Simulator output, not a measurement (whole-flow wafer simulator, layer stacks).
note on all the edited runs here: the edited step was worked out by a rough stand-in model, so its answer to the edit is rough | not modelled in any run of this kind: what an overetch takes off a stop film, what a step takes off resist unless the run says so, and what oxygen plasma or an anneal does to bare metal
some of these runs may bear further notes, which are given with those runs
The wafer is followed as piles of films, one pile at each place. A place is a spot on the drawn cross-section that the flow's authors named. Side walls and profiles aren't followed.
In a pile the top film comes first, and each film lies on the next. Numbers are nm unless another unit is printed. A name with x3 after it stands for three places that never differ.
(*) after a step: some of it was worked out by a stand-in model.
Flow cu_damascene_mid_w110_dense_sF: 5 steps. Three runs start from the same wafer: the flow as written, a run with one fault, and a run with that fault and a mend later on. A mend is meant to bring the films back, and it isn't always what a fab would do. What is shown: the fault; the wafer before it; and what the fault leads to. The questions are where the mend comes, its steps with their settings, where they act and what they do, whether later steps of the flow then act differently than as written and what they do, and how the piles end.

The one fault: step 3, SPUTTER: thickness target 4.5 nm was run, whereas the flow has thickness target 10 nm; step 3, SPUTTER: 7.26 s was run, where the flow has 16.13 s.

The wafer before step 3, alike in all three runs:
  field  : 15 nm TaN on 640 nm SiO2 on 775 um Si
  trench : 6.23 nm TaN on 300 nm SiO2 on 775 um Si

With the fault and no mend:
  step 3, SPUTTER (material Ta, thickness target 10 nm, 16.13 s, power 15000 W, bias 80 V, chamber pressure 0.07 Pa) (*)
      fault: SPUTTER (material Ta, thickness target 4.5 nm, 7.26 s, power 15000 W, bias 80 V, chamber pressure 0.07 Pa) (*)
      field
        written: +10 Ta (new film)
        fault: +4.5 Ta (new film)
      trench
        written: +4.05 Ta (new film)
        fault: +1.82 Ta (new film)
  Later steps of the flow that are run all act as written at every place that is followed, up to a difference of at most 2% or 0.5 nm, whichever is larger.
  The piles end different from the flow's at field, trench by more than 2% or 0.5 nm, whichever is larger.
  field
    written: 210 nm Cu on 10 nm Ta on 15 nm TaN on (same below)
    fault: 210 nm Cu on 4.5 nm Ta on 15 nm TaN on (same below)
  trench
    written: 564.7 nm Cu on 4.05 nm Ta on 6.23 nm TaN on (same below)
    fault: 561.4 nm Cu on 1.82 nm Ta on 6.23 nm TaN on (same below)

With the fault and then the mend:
  The mend follows step 3.
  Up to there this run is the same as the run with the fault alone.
  step 3a, SPUTTER (material Ta, thickness target 5.5 nm, 8.871 s, power 15000 W, bias 80 V, chamber pressure 0.07 Pa) (*) (the flow's step 3 again, with other settings)
      field
        +5.5 Ta
      trench
        +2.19 Ta
  Later steps of the flow that are run all act as written at every place that is followed, up to a difference of at most 2% or 0.5 nm, whichever is larger.
  The piles end only slightly different from the flow's at the places that both follow, by no more than 2% or 0.5 nm, whichever is larger.
